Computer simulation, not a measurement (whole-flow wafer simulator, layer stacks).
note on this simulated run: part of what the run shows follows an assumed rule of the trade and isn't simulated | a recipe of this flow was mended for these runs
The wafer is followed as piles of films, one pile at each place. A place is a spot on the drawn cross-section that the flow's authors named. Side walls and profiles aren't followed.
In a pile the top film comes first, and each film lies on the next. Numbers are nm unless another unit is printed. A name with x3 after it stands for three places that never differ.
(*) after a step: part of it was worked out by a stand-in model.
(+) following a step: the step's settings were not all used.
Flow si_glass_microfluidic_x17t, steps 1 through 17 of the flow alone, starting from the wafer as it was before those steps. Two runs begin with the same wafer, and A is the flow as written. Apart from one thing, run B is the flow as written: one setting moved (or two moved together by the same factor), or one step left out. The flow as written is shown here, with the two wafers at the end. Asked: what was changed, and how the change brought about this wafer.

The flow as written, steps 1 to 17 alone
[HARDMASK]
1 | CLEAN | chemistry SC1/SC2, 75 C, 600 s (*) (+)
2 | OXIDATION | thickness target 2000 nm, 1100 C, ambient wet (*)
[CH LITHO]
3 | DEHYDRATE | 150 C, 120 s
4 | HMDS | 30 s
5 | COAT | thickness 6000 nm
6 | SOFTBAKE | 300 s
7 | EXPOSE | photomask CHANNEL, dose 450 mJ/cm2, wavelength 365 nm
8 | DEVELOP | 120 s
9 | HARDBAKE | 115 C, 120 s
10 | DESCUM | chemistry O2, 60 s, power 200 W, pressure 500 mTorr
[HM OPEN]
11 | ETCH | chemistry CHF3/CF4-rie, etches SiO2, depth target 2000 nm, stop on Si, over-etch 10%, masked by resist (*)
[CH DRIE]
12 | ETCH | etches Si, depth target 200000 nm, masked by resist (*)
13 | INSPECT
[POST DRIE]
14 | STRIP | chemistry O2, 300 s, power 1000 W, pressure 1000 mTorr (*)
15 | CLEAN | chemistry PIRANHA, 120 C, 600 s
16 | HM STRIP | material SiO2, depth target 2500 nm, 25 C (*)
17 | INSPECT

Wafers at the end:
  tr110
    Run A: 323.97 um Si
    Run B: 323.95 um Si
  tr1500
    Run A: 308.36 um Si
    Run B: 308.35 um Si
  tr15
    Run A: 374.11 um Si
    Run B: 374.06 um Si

The reason: step 11, ETCH: depth target 2240 nm was run, while the flow as written has depth target 2000 nm.

How this came from the change, step by step:
  11 | ETCH | chemistry CHF3/CF4-rie, etches SiO2, depth target 2000 nm, stop on Si, over-etch 10%, masked by resist (*)
      tr110, tr1500, tr15: A SiO2 loses 2000 (all of it), Si loses 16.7 | B SiO2 loses 2000 (all of it), Si loses 38.7
      land: A thick-i-line-resist loses 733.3 | B thick-i-line-resist loses 821.3
  12 | ETCH | etches Si, depth target 200000 nm, masked by resist (*)
      tr1500: A Si loses 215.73 um | B Si loses 215.72 um
      tr15: A Si loses 149.99 um | B Si loses 150.02 um
  14 | STRIP | chemistry O2, 300 s, power 1000 W, pressure 1000 mTorr (*)
      land: A thick-i-line-resist loses 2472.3 (all of it) | B thick-i-line-resist loses 2384.5 (all of it)
